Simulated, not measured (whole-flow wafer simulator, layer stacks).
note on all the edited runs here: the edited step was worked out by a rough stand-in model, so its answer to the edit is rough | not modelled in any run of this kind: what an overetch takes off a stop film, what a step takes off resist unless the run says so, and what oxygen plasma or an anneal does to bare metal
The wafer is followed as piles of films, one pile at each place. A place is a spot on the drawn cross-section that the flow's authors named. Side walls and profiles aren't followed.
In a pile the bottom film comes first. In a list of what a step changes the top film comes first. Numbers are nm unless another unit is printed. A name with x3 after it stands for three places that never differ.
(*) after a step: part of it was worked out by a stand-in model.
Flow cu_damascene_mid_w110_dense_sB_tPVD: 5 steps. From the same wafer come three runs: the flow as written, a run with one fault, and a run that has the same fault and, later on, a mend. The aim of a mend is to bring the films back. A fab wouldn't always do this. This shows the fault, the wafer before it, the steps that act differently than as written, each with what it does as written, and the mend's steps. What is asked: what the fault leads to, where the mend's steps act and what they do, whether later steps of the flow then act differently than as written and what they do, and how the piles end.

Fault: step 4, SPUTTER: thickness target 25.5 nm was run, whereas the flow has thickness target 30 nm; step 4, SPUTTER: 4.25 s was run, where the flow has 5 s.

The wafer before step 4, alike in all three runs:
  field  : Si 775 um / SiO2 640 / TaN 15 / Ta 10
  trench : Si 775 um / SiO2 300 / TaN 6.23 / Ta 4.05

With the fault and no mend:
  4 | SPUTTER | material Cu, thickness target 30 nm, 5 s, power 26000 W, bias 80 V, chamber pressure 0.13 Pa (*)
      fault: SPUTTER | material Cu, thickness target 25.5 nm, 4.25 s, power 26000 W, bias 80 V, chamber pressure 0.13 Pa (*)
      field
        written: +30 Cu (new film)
        fault: +25.5 Cu (new film)
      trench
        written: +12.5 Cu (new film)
        fault: +10.6 Cu (new film)
  Every later step of the flow that is run acts as written, at every place that is followed, to within 2% or 0.5 nm, whichever is larger.
  At field, the piles at the end differ from the flow's by more than 2% or 0.5 nm, whichever is larger.
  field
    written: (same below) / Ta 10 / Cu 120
    fault: (same below) / Ta 10 / Cu 115.5

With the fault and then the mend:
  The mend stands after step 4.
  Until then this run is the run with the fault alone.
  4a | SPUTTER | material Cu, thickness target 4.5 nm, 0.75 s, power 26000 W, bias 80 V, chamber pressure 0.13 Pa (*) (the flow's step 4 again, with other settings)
      field
        +4.5 Cu
      trench
        +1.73 Cu
  Every later step of the flow that is run acts as written, at every place that is followed, to within 2% or 0.5 nm, whichever is larger.
  At every place that both follow, the piles at the end match the flow's.
